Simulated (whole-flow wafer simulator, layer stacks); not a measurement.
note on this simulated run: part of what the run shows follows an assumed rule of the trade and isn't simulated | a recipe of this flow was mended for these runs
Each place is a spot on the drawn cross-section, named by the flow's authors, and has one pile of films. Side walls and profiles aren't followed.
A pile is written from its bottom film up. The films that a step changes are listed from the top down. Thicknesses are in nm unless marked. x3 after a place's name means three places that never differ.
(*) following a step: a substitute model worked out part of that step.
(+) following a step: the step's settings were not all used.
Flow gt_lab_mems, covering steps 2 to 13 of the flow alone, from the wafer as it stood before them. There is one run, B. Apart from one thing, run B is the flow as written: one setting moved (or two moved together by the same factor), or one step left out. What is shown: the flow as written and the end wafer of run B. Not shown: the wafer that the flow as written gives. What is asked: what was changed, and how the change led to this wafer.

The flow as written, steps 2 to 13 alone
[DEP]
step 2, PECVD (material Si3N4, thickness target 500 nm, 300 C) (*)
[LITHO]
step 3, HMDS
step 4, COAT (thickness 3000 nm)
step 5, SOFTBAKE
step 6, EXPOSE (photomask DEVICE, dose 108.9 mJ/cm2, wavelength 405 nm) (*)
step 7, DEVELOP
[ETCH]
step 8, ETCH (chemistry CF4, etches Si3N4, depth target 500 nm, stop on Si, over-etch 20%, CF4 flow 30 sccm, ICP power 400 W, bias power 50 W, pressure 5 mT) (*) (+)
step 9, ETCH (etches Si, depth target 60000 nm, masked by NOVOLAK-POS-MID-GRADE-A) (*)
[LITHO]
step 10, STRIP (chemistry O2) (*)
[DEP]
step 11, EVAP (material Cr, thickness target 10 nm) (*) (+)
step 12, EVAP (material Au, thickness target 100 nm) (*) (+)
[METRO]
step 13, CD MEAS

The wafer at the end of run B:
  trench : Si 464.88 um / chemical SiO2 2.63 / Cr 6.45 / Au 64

What caused this: step 8, ETCH: depth target 680 nm was run, though the flow has depth target 500 nm.

The path from the change to this, step by step:
  step 8, ETCH (chemistry CF4, etches Si3N4, depth target 500 nm, stop on Si, over-etch 20%, CF4 flow 30 sccm, ICP power 400 W, bias power 50 W, pressure 5 mT) (*) (+)
      field: -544 g/i-line-resist (as written it would have been: -400 g/i-line-resist)
      trench: -500 Si3N4 (all of it), -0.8 chemical SiO2 (all of it), -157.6 Si (as written it would have been: -500 Si3N4 (all of it), -0.8 chemical SiO2 (all of it), -49.6 Si)
  step 10, STRIP (chemistry O2) (*)
      field: -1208 g/i-line-resist (all of it) (as written it would have been: -1352 g/i-line-resist (all of it))
